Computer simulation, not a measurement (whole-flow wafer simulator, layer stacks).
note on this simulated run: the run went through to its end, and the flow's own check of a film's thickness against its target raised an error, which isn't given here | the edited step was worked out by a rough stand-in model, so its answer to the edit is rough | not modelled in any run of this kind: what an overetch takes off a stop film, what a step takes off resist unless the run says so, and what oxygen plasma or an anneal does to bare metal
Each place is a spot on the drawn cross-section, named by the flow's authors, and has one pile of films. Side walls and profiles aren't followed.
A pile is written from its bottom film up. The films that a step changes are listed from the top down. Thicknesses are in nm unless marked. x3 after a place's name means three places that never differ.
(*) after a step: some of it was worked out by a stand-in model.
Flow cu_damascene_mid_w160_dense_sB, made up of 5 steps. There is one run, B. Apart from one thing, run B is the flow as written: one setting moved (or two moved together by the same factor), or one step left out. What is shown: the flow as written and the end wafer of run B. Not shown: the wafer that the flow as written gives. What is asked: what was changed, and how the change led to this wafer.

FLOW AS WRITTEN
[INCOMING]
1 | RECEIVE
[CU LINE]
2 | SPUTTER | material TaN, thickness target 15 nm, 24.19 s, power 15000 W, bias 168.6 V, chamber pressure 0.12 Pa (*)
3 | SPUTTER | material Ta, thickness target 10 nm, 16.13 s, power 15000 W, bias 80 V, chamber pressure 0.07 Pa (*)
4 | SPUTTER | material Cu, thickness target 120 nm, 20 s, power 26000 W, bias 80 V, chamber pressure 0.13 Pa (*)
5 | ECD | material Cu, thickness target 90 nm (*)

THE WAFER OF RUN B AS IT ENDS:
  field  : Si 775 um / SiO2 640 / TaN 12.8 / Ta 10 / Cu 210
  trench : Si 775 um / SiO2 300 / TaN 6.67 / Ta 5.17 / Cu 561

What caused this: step 2, SPUTTER: thickness target 12.8 nm was run, whereas the flow has thickness target 15 nm; step 2, SPUTTER: 20.56 s was run, where the flow has 24.19 s.
The wafer itself shows it: field has TaN 12.8, and step 2 as written asks for 15 nm.

How this came from the change, step by step:
  2 | SPUTTER | material TaN, thickness target 15 nm, 24.19 s, power 15000 W, bias 168.6 V, chamber pressure 0.12 Pa (*)
      field: +12.8 TaN (new film) (it would be, as written: +15 TaN (new film))
      trench: +6.67 TaN (new film) (it would be, as written: +7.82 TaN (new film))
